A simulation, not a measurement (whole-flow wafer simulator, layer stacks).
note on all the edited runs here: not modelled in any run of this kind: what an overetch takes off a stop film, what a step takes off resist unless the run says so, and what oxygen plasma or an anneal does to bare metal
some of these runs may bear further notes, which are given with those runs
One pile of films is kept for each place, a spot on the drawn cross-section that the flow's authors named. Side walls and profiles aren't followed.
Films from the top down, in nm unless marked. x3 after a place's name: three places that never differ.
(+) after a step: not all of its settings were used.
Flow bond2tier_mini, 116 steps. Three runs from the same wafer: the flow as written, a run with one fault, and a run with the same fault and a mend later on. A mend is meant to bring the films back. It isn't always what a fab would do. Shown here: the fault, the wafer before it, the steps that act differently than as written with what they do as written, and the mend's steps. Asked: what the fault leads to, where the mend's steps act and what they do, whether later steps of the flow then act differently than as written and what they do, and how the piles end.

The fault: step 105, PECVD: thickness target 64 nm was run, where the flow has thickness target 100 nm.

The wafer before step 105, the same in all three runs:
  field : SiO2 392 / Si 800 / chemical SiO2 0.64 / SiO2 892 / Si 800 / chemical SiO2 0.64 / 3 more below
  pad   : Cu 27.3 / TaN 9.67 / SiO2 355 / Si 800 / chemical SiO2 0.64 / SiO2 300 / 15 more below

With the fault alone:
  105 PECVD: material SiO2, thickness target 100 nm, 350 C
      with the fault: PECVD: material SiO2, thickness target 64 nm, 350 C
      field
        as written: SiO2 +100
        with the fault: SiO2 +64
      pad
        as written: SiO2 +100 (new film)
        with the fault: SiO2 +64 (new film)
  Later steps of the flow that act differently than as written (2 more steps differ only slightly, by at most 2% or 0.5 nm, whichever is larger, and aren't shown):
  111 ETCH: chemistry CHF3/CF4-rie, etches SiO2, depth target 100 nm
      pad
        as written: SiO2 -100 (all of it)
        with the fault: SiO2 -64 (all of it), Cu -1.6
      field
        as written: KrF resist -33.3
        with the fault: KrF resist -32
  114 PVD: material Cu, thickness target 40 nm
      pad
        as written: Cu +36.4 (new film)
        with the fault: Cu +37.6 (new film)
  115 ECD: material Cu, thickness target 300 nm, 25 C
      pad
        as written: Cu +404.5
        with the fault: Cu +368.5
  At the end the piles differ from the flow's by more than 2% or 0.5 nm, whichever is larger, at field, pad.
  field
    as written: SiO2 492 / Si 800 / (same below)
    with the fault: SiO2 456 / Si 800 / (same below)
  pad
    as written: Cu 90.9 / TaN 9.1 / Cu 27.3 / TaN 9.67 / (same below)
    with the fault: Cu 56.1 / TaN 9.45 / Cu 25.7 / TaN 9.67 / (same below)

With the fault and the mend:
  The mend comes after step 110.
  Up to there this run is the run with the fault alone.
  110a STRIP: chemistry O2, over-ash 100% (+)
      field
        KrF resist -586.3 (all of it)
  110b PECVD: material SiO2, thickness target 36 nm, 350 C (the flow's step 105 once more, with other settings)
      field, pad
        SiO2 +36
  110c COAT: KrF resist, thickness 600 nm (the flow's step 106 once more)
      field, pad
        KrF resist +600 (new film)
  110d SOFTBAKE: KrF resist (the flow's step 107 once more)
      changes no film at any place that is followed
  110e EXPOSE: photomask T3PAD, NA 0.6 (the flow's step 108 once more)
      changes no film at any place that is followed
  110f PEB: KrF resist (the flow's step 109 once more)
      changes no film at any place that is followed
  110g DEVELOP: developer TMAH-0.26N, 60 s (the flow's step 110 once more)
      field
        KrF resist -13.7
      pad
        KrF resist -600 (all of it)
  No later step of the flow acts differently than as written at any place that is followed.
  At the end the piles are the same as the flow's at every place that both follow.
